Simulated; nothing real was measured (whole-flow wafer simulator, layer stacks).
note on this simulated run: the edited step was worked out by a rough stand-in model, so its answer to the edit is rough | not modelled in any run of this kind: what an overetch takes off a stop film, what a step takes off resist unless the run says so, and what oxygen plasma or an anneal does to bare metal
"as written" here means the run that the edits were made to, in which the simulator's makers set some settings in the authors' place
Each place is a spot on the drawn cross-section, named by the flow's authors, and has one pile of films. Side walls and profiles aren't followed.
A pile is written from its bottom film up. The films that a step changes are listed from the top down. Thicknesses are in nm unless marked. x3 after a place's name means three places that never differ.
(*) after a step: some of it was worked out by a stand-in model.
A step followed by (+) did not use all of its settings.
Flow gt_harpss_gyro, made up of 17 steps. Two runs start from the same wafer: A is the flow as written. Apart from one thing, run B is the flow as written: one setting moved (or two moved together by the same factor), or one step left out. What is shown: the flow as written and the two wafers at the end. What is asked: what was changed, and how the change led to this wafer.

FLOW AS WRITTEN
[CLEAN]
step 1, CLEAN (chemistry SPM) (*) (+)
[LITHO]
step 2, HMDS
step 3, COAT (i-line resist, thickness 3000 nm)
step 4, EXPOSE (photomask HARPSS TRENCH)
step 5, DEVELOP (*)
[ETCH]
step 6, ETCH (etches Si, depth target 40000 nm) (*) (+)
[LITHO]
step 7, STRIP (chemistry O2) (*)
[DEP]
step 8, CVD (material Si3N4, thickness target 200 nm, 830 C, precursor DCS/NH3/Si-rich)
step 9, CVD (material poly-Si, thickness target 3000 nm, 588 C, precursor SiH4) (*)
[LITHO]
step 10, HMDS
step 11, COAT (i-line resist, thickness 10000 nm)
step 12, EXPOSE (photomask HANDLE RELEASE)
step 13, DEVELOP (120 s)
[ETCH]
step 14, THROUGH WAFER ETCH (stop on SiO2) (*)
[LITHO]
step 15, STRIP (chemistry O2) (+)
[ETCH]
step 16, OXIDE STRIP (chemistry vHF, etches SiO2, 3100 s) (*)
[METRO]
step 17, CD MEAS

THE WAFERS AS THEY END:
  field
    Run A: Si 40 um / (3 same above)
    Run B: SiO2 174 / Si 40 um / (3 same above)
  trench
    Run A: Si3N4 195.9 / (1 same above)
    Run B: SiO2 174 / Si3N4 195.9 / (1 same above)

The reason: step 16, OXIDE STRIP: 2353 s was run, though the flow has 3100 s.

How this came from the change, step by step:
  step 16, OXIDE STRIP (chemistry vHF, etches SiO2, 3100 s) (*)
      field: A under 4 films: -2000 SiO2 (all of it) | B under 4 films: -1826 SiO2
      trench: A under 2 films: -2000 SiO2 (all of it) | B under 2 films: -1826 SiO2
